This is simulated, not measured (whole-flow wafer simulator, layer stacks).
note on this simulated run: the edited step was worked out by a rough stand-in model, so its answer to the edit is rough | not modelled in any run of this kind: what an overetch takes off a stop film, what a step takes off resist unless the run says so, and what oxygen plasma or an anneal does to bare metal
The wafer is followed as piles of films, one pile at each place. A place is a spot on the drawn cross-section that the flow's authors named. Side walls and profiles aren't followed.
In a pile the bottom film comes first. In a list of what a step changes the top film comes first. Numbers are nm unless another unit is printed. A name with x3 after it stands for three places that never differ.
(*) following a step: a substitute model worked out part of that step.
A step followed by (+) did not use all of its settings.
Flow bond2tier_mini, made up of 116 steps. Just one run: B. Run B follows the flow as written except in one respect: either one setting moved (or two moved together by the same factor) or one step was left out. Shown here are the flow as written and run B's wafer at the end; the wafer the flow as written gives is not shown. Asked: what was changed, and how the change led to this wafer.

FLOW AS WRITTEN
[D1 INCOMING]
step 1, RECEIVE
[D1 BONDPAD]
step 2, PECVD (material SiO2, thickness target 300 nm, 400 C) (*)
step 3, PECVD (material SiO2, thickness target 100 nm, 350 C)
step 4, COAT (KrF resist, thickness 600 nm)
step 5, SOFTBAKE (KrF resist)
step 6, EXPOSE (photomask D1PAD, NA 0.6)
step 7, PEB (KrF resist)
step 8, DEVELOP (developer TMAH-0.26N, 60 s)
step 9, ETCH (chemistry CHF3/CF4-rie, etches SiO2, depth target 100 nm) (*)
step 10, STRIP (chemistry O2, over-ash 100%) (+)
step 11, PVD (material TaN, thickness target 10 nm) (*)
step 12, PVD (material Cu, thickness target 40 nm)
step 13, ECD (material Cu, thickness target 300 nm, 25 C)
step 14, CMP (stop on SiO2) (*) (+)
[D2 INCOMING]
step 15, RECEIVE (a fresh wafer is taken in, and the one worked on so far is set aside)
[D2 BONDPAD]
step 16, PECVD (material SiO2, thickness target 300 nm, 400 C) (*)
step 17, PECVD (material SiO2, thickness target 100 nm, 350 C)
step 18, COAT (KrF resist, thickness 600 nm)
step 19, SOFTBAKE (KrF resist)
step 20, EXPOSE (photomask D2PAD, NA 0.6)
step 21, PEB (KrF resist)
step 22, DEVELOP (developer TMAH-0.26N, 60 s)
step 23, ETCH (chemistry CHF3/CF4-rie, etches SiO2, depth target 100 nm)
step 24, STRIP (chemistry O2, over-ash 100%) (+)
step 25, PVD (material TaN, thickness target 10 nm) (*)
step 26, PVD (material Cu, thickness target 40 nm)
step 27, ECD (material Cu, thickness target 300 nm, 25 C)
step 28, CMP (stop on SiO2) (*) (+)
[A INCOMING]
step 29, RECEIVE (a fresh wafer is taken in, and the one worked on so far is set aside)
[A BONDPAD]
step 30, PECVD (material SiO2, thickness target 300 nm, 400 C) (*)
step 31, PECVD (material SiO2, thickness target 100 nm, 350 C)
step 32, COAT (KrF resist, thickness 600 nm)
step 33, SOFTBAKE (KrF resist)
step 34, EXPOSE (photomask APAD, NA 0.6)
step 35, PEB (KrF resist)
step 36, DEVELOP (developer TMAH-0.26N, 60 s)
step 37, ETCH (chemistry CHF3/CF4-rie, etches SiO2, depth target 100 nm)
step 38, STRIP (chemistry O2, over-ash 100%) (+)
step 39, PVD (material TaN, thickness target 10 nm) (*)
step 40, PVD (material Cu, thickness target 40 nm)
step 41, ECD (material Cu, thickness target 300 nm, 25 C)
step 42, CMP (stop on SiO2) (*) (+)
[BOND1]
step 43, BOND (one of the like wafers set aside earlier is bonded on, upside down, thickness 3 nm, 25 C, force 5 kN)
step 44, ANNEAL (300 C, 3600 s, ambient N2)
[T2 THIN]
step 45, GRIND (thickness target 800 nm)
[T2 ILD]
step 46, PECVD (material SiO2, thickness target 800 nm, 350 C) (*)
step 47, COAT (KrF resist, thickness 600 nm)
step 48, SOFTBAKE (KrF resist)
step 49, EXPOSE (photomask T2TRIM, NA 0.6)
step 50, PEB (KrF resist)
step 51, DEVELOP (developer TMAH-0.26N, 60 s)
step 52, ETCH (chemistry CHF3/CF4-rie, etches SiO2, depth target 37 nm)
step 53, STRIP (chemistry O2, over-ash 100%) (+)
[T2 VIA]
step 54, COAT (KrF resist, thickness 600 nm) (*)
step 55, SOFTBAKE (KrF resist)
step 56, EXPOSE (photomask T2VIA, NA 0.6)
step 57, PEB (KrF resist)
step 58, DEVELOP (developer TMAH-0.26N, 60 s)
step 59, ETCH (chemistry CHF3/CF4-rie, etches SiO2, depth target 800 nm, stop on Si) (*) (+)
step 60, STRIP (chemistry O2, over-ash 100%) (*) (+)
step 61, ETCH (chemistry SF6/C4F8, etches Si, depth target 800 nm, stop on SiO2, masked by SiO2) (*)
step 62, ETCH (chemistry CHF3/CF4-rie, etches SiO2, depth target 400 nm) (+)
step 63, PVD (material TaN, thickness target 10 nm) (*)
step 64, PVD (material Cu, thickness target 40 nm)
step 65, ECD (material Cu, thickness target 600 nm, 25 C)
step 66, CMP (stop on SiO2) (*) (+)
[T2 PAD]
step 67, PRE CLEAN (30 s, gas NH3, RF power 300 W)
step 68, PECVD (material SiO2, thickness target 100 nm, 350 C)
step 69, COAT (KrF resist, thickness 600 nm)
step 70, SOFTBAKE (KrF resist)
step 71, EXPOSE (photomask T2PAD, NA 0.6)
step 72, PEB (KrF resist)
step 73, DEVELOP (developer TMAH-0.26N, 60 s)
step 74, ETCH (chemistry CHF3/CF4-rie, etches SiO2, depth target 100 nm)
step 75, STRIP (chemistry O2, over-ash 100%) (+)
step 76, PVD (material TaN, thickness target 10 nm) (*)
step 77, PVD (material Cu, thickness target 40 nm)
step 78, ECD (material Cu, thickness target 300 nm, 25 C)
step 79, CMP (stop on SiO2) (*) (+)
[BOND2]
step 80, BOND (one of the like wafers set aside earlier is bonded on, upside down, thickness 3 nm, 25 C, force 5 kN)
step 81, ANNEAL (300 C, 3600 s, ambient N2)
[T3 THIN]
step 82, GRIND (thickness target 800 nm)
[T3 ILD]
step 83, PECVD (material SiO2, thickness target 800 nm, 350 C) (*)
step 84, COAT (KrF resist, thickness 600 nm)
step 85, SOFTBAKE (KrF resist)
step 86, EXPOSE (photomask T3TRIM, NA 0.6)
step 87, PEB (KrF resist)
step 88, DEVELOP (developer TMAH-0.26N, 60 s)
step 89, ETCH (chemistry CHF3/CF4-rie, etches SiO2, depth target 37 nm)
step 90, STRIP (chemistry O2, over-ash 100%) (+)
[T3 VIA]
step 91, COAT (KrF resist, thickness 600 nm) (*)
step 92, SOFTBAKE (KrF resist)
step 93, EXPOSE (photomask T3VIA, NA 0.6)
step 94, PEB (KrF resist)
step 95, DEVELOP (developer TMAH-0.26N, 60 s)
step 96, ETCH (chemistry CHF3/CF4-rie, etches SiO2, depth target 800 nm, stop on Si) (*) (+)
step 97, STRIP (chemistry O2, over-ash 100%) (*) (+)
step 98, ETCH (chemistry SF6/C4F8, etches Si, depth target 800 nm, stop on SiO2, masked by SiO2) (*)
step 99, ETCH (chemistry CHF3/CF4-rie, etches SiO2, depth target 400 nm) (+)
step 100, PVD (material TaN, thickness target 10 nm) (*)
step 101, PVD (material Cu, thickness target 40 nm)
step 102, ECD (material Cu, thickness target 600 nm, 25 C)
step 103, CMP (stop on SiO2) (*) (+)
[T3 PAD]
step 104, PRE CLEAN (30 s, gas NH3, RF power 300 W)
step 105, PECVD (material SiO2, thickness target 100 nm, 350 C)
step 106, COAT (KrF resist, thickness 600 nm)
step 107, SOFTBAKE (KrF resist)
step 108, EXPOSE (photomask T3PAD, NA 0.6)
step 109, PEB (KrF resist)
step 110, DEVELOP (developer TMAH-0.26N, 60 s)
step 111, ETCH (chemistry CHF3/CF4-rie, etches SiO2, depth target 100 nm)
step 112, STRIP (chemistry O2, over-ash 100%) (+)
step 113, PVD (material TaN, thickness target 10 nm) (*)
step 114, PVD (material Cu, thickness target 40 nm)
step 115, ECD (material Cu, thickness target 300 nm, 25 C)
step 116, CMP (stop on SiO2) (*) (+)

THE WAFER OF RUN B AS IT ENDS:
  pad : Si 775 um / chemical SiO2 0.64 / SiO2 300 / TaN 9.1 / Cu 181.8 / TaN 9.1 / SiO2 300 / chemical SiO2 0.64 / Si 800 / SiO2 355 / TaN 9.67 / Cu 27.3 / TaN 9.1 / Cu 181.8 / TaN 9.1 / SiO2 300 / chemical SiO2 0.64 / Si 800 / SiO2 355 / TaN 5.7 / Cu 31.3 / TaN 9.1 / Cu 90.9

What caused this: step 100, PVD: thickness target 5.9 nm was run, though the flow has thickness target 10 nm.

How this came from the change, step by step:
  step 100, PVD (material TaN, thickness target 10 nm) (*)
      field: TaN gains 5.9 (new film) (it would be, as written: TaN gains 10 (new film))
      pad: TaN gains 5.7 (new film) (it would be, as written: TaN gains 9.67 (new film))
  step 103, CMP (stop on SiO2) (*) (+)
      field: Cu loses 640 (all of it), TaN loses 5.9 (all of it) (it would be, as written: Cu loses 640 (all of it), TaN loses 10 (all of it))
